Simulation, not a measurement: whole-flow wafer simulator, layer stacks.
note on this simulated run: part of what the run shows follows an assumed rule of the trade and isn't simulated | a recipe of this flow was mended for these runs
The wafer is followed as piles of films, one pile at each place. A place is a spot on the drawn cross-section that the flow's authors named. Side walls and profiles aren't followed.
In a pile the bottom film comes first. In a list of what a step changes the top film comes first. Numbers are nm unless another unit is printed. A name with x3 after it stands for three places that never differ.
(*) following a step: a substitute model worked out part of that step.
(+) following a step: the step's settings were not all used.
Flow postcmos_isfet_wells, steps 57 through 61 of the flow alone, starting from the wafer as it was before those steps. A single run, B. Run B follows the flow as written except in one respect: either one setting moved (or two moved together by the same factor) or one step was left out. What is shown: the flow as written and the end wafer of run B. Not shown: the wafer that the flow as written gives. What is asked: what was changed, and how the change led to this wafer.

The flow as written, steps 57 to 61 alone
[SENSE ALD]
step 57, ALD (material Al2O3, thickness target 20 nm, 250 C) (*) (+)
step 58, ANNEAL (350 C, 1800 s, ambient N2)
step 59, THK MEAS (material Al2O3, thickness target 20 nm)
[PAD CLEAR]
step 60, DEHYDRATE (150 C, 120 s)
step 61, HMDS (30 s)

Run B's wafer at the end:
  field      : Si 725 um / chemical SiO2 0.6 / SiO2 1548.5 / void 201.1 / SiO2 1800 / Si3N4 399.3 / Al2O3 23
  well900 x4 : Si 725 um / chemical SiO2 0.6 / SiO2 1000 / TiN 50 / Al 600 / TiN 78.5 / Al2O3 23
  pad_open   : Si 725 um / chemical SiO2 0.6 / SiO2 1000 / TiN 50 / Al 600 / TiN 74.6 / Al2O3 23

The reason: step 57, ALD: thickness target 23 nm was run, while the flow as written has thickness target 20 nm.
One can read it off the wafer: field has Al2O3 23, and step 57 as written asks for 20 nm.

Step by step, how the change led to this:
  step 57, ALD (material Al2O3, thickness target 20 nm, 250 C) (*) (+)
      field, margin x3, well900 x4, pad_open: +23 Al2O3 (new film) (as written it would have been: +20 Al2O3 (new film))
